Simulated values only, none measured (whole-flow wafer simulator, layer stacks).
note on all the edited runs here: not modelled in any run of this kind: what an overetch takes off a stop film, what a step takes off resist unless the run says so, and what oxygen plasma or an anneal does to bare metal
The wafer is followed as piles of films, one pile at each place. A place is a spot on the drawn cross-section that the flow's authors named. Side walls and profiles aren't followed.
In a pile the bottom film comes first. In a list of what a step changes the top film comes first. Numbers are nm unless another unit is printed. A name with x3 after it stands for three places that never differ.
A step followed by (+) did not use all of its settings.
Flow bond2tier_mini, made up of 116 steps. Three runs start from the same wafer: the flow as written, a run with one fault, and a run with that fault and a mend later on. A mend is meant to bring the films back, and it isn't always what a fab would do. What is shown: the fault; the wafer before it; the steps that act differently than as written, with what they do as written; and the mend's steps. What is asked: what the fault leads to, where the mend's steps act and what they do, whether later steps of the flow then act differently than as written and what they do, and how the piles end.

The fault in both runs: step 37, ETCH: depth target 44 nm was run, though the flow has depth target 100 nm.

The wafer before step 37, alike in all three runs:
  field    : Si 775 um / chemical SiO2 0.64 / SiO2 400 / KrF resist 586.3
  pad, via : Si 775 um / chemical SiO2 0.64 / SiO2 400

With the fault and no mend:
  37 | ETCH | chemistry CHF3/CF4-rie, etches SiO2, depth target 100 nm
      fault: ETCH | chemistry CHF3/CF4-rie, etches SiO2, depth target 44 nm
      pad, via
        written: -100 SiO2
        fault: -44 SiO2
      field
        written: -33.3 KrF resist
        fault: -14.7 KrF resist
  Steps later in the flow that act otherwise than as written (1 other step is not shown; it differs only slightly, by no more than 2% or 0.5 nm, whichever is larger):
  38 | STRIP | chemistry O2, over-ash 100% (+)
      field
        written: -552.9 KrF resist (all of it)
        fault: -571.6 KrF resist (all of it)
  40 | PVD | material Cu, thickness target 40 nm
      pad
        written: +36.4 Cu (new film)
        fault: +38.4 Cu (new film)
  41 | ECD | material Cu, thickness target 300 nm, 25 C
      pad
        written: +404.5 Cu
        fault: +346 Cu
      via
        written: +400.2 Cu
        fault: +344 Cu
  By the end, the piles at pad depart from the flow's by more than 2% or 0.5 nm, whichever is larger.
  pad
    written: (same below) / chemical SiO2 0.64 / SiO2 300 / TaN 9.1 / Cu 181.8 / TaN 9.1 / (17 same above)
    fault: (same below) / chemical SiO2 0.64 / SiO2 356 / TaN 9.6 / Cu 125.3 / TaN 9.1 / (17 same above)

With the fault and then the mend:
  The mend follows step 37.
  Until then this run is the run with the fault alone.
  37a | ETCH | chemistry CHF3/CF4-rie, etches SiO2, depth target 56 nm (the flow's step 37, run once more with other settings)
      pad, via
        -56 SiO2
      field
        -18.7 KrF resist
  Every later step of the flow that is run acts as written at every place that is followed.
  By the end, the piles equal the flow's at every place that both follow.
